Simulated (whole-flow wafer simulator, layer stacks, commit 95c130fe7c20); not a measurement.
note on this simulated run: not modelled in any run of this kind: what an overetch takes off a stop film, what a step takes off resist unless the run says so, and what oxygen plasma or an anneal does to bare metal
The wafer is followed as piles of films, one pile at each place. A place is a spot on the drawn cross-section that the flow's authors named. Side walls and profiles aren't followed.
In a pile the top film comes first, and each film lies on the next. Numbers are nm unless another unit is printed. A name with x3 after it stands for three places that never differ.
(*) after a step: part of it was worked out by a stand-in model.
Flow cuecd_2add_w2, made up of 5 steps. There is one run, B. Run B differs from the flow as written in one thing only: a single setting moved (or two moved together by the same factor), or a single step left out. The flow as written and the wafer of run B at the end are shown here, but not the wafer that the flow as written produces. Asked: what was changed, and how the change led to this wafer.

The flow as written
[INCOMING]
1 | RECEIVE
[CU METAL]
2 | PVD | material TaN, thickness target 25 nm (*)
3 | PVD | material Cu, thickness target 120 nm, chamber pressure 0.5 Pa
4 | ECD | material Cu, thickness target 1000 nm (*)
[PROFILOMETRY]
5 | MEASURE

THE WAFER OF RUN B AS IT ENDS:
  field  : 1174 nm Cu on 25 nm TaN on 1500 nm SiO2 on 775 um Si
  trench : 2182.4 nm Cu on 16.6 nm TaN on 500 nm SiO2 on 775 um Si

Cause: step 3, PVD: thickness target 174 nm was run, whereas the flow has thickness target 120 nm.

The path from the change to this, step by step:
  3 | PVD | material Cu, thickness target 120 nm, chamber pressure 0.5 Pa
      field: +174 Cu (new film) (it would be, as written: +120 Cu (new film))
      trench: +116.8 Cu (new film) (it would be, as written: +80.8 Cu (new film))
